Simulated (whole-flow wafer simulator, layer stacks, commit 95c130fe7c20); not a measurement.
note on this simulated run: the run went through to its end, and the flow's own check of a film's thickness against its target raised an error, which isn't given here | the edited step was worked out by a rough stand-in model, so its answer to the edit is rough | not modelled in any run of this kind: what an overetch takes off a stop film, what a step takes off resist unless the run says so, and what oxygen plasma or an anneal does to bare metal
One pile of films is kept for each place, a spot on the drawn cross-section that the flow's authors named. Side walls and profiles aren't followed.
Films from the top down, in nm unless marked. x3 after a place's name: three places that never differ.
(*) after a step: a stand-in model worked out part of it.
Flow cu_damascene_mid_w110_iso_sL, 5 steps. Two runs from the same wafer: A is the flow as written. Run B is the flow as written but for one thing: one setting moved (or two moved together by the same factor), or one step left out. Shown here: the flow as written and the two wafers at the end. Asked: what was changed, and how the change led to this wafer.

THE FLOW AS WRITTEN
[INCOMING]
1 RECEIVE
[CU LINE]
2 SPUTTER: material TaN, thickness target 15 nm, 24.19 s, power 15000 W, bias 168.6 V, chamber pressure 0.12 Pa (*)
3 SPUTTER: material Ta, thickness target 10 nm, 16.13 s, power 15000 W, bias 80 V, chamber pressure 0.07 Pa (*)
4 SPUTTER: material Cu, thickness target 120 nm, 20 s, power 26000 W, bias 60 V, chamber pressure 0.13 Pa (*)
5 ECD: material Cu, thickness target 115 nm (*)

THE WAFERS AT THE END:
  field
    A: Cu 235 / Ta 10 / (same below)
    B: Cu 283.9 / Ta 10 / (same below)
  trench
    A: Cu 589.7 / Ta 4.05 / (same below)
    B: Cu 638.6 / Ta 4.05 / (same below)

The cause: step 5, ECD: thickness target 163.9 nm was run, where the flow has thickness target 115 nm.

How the change led to this, step by step:
  5 ECD: material Cu, thickness target 115 nm (*)
      field: A Cu +115 | B Cu +163.9
      trench: A Cu +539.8 | B Cu +588.7
